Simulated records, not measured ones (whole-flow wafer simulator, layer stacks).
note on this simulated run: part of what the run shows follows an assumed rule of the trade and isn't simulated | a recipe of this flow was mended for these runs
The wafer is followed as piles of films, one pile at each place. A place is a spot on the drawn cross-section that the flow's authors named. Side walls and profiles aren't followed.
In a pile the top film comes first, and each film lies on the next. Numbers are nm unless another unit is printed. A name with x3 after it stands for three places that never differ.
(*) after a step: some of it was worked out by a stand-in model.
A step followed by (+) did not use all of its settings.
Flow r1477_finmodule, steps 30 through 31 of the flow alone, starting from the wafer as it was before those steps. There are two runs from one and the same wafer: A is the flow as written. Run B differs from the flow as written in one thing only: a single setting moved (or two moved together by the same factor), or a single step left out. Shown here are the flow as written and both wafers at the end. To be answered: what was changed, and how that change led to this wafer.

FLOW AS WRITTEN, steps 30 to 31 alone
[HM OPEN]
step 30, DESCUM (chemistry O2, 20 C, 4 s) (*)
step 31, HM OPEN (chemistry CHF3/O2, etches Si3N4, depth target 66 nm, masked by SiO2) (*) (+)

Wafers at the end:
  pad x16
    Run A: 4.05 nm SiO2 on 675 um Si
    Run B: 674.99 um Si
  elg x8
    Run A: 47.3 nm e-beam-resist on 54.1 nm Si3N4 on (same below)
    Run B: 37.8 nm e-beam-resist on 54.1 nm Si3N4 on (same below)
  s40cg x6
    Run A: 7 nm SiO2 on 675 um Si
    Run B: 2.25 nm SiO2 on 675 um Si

Cause: step 31, HM OPEN: depth target 75.5 nm was run, while the flow as written has depth target 66 nm.

Step by step, how the change led to this:
  step 31, HM OPEN (chemistry CHF3/O2, etches Si3N4, depth target 66 nm, masked by SiO2) (*) (+)
      pad x16: A -54.1 Si3N4 (all of it), -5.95 SiO2 | B -54.1 Si3N4 (all of it), -10 SiO2 (all of it), -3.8 Si
      elg x8: A -66 e-beam-resist | B -75.5 e-beam-resist
      (as well as at 12 more places)
